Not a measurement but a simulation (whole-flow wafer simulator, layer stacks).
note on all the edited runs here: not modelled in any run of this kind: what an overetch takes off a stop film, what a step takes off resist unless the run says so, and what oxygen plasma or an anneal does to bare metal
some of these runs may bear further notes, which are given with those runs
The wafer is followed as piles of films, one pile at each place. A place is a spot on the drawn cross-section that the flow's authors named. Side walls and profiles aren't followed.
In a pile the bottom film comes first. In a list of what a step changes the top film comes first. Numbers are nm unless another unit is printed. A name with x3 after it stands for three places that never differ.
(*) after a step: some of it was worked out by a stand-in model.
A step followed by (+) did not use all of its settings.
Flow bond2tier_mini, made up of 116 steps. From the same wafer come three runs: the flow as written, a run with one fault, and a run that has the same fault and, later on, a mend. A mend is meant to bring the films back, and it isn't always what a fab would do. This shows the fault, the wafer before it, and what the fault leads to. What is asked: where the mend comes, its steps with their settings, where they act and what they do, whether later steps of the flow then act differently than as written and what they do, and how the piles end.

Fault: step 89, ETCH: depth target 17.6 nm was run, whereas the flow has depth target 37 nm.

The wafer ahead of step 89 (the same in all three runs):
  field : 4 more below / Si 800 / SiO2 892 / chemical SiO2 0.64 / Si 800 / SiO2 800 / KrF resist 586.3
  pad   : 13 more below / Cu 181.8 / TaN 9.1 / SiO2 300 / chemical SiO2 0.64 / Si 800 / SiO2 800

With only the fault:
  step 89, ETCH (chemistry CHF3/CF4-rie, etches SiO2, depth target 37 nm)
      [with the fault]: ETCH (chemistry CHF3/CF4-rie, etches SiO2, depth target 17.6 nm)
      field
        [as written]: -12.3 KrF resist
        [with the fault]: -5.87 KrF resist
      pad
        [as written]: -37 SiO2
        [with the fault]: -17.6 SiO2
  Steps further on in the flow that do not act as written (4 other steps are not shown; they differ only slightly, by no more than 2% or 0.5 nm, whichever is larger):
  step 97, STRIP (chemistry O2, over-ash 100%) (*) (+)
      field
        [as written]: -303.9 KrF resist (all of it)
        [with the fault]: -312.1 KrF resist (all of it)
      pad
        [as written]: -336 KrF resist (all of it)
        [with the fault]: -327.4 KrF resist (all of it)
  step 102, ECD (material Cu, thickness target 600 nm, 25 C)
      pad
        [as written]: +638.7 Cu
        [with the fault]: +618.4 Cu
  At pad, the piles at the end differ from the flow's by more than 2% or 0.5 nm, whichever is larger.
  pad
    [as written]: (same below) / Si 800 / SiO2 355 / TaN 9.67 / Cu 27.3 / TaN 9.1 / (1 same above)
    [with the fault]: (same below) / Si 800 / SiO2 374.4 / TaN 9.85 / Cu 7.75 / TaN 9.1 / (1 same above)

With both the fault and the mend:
  The mend follows step 90.
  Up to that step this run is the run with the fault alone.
  step 90a, COAT (KrF resist, thickness 600 nm) (*) (the flow's step 84 again)
      field
        +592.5 KrF resist (new film)
      pad
        +607.8 KrF resist (new film)
  step 90b, SOFTBAKE (KrF resist) (the flow's step 85 again)
      alters no film at any place that is followed
  step 90c, EXPOSE (photomask T3TRIM, NA 0.6) (the flow's step 86 again)
      alters no film at any place that is followed
  step 90d, PEB (KrF resist) (the flow's step 87 again)
      alters no film at any place that is followed
  step 90e, DEVELOP (developer TMAH-0.26N, 60 s) (the flow's step 88 again)
      field
        -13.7 KrF resist
      pad
        -607.8 KrF resist (all of it)
  step 90f, ETCH (chemistry CHF3/CF4-rie, etches SiO2, depth target 19.4 nm) (the flow's step 89 again, with other settings)
      field
        -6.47 KrF resist
      pad
        -19.4 SiO2
  step 90g, STRIP (chemistry O2, over-ash 100%) (+) (the flow's step 90 again)
      field
        -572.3 KrF resist (all of it)
  Every later step of the flow that is run acts as written at every place that is followed.
  At every place that both follow, the piles at the end match the flow's.
